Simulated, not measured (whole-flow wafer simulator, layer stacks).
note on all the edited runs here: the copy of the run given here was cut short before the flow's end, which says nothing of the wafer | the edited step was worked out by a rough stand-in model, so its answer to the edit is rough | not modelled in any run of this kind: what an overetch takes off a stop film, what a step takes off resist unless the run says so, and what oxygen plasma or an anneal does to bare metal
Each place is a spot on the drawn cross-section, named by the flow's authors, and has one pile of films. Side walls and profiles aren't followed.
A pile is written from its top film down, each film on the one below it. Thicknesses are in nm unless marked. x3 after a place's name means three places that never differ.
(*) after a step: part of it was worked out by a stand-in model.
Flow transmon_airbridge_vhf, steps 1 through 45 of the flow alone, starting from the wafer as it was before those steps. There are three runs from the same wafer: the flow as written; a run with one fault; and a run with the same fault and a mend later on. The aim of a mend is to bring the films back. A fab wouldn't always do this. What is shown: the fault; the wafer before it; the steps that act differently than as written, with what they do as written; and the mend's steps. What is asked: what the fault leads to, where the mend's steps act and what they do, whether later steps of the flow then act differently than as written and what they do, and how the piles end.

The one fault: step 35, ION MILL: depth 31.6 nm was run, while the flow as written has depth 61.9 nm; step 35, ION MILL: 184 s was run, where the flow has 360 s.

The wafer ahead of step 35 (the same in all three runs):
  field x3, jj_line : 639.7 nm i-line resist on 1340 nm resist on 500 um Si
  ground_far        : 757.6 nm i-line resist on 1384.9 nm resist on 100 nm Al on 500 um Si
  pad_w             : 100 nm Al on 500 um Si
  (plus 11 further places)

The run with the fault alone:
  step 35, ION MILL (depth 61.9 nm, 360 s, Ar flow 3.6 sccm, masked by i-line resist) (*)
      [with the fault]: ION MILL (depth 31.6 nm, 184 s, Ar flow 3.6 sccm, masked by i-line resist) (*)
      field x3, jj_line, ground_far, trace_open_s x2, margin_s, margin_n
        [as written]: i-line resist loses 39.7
        [with the fault]: i-line resist loses 20.3
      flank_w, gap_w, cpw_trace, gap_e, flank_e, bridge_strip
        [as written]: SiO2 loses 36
        [with the fault]: SiO2 loses 18.4
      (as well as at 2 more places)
  Later steps of the flow acting differently than as written (not shown: 3 more steps that differ only slightly, by at most 2% or 0.5 nm, whichever is larger):
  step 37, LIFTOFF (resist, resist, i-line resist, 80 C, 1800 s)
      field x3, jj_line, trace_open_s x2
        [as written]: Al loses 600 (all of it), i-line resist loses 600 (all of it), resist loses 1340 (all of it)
        [with the fault]: Al loses 600 (all of it), i-line resist loses 619.4 (all of it), resist loses 1340 (all of it)
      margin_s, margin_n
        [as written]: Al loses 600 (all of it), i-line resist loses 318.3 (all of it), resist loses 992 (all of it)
        [with the fault]: Al loses 600 (all of it), i-line resist loses 337.7 (all of it), resist loses 992 (all of it)
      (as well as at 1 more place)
  The piles end different from the flow's at pad_w, pad_e by more than 2% or 0.5 nm, whichever is larger.
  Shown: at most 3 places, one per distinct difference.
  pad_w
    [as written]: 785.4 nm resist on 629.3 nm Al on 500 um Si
    [with the fault]: 780.5 nm resist on 659.7 nm Al on 500 um Si

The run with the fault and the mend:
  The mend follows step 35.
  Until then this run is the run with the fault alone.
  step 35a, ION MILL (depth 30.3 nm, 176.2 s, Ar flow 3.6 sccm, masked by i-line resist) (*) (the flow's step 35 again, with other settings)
      field x3, jj_line, ground_far, trace_open_s x2, margin_s, margin_n
        i-line resist loses 19.5
      flank_w, gap_w, cpw_trace, gap_e, flank_e, bridge_strip
        SiO2 loses 17.6
      pad_w, pad_e
        Al loses 30.3
  Every later step of the flow that is run acts as written, at every place that is followed, to within 2% or 0.5 nm, whichever is larger.
  By the end, the piles equal the flow's at every place that both follow.
